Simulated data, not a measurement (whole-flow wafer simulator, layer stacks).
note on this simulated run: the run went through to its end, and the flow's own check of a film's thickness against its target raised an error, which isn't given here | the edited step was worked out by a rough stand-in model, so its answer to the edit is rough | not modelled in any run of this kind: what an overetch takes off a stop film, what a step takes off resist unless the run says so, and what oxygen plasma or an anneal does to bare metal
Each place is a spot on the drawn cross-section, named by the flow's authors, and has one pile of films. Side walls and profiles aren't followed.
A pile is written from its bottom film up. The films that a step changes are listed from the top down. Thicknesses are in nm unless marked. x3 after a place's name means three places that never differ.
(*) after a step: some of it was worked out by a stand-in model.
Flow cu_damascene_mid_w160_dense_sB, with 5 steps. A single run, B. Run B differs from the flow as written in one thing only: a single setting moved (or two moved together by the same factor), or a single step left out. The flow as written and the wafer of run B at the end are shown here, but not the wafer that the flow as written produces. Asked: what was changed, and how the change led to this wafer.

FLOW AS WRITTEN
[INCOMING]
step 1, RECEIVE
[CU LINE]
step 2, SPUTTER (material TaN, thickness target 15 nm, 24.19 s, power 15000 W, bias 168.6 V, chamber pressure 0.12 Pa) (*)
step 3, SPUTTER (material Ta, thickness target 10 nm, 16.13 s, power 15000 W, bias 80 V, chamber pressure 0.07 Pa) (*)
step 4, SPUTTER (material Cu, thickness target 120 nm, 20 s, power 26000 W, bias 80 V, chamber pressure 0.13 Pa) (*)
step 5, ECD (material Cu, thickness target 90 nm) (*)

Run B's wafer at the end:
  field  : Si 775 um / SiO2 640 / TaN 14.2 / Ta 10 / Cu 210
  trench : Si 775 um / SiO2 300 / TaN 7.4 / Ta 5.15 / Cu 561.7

The reason: step 2, SPUTTER: thickness target 14.2 nm was run, while the flow as written has thickness target 15 nm; step 2, SPUTTER: 22.98 s was run, where the flow has 24.19 s.
The wafer itself shows it: field has TaN 14.2, and step 2 as written asks for 15 nm.

The path from the change to this, step by step:
  step 2, SPUTTER (material TaN, thickness target 15 nm, 24.19 s, power 15000 W, bias 168.6 V, chamber pressure 0.12 Pa) (*)
      field: +14.2 TaN (new film) (in the flow as written it would be: +15 TaN (new film))
